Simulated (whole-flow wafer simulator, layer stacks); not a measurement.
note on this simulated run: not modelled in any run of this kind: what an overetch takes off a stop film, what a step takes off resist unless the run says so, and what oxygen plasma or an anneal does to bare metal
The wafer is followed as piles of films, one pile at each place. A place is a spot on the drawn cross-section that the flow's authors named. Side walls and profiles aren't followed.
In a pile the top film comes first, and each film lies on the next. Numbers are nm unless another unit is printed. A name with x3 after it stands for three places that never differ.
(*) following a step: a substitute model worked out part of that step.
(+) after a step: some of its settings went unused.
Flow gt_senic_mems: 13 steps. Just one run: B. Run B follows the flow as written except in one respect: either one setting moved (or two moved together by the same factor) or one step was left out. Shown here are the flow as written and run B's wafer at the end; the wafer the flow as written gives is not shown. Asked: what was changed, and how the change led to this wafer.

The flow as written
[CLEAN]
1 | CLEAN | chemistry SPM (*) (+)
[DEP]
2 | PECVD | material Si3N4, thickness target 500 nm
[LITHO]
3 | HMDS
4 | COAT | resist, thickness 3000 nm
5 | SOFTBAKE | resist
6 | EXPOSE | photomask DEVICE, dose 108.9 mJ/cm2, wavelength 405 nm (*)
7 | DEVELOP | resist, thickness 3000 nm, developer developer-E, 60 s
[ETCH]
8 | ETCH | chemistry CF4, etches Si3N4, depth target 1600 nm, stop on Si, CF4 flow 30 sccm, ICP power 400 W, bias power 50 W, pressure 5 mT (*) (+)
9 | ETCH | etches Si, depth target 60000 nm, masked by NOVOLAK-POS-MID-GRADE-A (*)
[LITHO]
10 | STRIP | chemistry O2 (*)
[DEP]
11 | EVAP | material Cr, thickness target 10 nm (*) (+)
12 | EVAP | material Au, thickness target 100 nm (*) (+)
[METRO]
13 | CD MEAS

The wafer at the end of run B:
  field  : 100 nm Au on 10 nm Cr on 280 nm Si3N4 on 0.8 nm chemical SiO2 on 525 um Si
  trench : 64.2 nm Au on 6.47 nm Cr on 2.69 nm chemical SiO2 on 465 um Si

The reason: step 2, PECVD: thickness target 280 nm was run, while the flow as written has thickness target 500 nm.
One can read it off the wafer: field has Si3N4 280, and step 2 as written asks for 500 nm.

How this came from the change, step by step:
  2 | PECVD | material Si3N4, thickness target 500 nm
      field, trench: Si3N4 gains 280 (new film) (it would be, as written: Si3N4 gains 500 (new film))
  8 | ETCH | chemistry CF4, etches Si3N4, depth target 1600 nm, stop on Si, CF4 flow 30 sccm, ICP power 400 W, bias power 50 W, pressure 5 mT (*) (+)
      field: resist loses 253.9 (it would be, as written: resist loses 400.5)
      trench: Si3N4 loses 280 (all of it), chemical SiO2 loses 0.8 (all of it) (it would be, as written: Si3N4 loses 500 (all of it), chemical SiO2 loses 0.8 (all of it))
  10 | STRIP | chemistry O2 (*)
      field: resist loses 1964 (all of it) (it would be, as written: resist loses 1817.3 (all of it))
